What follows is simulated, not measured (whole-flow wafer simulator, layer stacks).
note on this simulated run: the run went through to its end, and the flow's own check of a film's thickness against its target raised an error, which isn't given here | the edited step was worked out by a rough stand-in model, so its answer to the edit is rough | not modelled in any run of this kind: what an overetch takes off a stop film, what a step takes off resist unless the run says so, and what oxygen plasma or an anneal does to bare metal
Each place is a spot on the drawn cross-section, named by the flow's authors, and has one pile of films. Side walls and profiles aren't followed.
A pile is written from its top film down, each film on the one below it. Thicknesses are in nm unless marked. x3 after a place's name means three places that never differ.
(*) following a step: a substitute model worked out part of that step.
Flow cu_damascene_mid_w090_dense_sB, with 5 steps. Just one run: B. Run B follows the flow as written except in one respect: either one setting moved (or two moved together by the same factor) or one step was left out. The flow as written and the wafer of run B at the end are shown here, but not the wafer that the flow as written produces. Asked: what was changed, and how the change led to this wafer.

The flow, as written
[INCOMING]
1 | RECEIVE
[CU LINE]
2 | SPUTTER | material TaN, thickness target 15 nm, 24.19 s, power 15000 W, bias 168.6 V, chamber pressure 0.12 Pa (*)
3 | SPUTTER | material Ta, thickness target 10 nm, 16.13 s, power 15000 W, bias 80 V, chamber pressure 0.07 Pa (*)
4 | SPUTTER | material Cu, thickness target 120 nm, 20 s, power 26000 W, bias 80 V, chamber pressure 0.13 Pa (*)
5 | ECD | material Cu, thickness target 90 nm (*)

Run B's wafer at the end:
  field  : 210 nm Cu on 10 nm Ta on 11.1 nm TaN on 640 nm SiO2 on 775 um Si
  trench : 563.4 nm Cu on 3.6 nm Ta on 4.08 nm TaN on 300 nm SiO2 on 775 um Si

Cause: step 2, SPUTTER: power 11120 W was run, though the flow has power 15000 W.

How this came from the change, step by step:
  2 | SPUTTER | material TaN, thickness target 15 nm, 24.19 s, power 15000 W, bias 168.6 V, chamber pressure 0.12 Pa (*)
      field: +11.1 TaN (new film) (as written it would have been: +15 TaN (new film))
      trench: +4.08 TaN (new film) (as written it would have been: +5.51 TaN (new film))
